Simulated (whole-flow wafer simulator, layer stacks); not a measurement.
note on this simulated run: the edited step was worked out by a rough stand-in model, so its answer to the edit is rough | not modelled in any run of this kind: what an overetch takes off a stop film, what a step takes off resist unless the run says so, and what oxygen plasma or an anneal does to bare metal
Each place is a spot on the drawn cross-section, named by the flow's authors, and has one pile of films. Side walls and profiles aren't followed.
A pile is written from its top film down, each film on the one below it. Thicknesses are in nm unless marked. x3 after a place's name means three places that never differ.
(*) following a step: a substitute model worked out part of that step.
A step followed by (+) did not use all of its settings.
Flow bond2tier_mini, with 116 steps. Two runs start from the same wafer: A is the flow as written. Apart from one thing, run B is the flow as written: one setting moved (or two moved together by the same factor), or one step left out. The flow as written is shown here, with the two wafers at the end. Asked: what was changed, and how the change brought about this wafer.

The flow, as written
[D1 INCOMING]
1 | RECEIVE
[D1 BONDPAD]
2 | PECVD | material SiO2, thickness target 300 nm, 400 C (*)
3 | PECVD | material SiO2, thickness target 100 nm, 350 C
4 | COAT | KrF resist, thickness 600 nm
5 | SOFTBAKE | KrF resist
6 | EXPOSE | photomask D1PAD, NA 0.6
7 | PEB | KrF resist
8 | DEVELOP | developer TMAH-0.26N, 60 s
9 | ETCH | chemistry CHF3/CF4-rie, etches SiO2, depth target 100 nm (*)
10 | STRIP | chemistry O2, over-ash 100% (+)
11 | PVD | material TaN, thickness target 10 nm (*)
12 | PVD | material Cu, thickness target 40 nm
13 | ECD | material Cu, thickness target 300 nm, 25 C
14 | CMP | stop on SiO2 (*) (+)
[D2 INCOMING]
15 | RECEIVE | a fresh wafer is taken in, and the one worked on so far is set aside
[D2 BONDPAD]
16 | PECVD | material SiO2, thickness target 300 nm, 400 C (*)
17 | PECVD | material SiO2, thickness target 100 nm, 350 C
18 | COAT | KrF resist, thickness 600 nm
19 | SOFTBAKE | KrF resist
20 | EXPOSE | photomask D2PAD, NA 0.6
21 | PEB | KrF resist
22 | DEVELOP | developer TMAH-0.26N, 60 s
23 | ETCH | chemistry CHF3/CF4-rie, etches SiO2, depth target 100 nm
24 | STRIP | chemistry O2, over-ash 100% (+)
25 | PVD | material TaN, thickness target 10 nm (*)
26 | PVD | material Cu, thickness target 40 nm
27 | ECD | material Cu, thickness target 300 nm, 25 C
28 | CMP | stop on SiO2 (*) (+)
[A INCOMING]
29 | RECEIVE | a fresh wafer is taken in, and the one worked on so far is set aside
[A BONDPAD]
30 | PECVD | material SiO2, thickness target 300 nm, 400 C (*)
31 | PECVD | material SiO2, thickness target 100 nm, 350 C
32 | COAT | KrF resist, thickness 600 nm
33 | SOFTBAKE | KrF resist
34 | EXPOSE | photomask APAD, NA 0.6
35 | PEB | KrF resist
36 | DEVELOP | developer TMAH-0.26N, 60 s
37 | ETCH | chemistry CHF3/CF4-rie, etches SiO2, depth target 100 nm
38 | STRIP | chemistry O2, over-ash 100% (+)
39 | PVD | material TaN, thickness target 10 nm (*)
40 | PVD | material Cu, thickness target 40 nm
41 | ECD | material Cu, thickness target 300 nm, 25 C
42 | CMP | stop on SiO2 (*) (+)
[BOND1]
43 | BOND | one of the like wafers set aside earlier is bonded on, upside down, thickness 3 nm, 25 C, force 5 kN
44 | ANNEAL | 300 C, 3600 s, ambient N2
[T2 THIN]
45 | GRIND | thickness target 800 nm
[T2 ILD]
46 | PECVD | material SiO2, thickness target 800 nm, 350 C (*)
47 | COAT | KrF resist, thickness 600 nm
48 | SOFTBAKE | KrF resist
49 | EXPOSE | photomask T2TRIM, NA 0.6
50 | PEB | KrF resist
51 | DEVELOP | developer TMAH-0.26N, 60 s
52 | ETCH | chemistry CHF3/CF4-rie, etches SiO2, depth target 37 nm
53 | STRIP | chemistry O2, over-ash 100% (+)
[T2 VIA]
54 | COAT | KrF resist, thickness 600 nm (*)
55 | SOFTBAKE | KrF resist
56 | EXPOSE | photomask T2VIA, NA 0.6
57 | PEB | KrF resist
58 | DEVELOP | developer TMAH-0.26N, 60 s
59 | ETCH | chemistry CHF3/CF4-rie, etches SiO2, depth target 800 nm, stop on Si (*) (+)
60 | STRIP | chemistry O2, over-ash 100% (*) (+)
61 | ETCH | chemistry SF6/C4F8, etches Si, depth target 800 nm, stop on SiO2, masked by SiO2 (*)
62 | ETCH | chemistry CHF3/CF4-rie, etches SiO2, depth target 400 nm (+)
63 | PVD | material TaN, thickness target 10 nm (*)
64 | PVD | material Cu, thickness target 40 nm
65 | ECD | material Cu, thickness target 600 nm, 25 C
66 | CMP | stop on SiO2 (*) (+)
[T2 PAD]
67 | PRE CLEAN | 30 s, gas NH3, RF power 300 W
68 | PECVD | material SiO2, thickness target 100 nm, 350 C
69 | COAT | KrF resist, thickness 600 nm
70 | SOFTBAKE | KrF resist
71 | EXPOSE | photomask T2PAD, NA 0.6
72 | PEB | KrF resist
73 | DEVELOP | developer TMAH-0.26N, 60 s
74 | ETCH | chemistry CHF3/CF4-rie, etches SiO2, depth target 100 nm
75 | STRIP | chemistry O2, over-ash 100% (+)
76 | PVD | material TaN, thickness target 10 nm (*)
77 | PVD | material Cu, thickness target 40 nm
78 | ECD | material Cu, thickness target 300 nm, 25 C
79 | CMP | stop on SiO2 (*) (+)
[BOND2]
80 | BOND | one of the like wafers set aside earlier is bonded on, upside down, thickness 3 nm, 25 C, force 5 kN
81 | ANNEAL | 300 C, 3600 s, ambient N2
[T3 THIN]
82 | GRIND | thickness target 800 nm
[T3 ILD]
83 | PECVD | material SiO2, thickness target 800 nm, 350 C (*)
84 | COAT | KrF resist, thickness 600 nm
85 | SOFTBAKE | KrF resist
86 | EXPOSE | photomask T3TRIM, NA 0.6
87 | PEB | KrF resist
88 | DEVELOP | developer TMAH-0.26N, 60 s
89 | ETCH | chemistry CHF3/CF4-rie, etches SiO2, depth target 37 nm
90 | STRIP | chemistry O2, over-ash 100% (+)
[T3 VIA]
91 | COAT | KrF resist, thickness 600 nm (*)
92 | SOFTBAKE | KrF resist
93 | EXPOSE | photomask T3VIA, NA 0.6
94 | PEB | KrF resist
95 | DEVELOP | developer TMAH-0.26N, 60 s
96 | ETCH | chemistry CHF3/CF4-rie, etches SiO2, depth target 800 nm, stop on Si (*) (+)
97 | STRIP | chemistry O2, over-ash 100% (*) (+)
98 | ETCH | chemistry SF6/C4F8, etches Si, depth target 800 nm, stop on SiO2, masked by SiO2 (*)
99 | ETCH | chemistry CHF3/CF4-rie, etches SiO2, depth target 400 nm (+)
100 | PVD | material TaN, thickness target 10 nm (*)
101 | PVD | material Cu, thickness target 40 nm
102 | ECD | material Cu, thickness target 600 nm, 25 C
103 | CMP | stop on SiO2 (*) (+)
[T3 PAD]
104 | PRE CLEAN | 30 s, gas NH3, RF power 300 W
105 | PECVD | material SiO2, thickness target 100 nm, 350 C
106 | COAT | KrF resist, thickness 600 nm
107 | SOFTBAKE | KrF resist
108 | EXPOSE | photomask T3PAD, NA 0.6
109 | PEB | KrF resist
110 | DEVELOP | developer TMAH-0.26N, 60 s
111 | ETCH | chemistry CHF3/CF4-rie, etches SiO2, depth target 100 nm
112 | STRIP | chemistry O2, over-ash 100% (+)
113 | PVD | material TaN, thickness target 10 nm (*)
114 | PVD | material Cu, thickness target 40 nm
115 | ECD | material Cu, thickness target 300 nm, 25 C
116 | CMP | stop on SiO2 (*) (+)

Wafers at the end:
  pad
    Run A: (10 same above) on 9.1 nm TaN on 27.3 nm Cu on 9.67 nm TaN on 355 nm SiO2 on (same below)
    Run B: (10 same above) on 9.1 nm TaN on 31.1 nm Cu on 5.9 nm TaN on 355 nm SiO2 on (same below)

The reason: step 63, PVD: thickness target 6.1 nm was run, though the flow has thickness target 10 nm.

How this came from the change, step by step:
  63 | PVD | material TaN, thickness target 10 nm (*)
      field: A TaN gains 10 (new film) | B TaN gains 6.1 (new film)
      pad: A TaN gains 9.67 (new film) | B TaN gains 5.9 (new film)
  66 | CMP | stop on SiO2 (*) (+)
      field: A Cu loses 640 (all of it), TaN loses 10 (all of it) | B Cu loses 640 (all of it), TaN loses 6.1 (all of it)
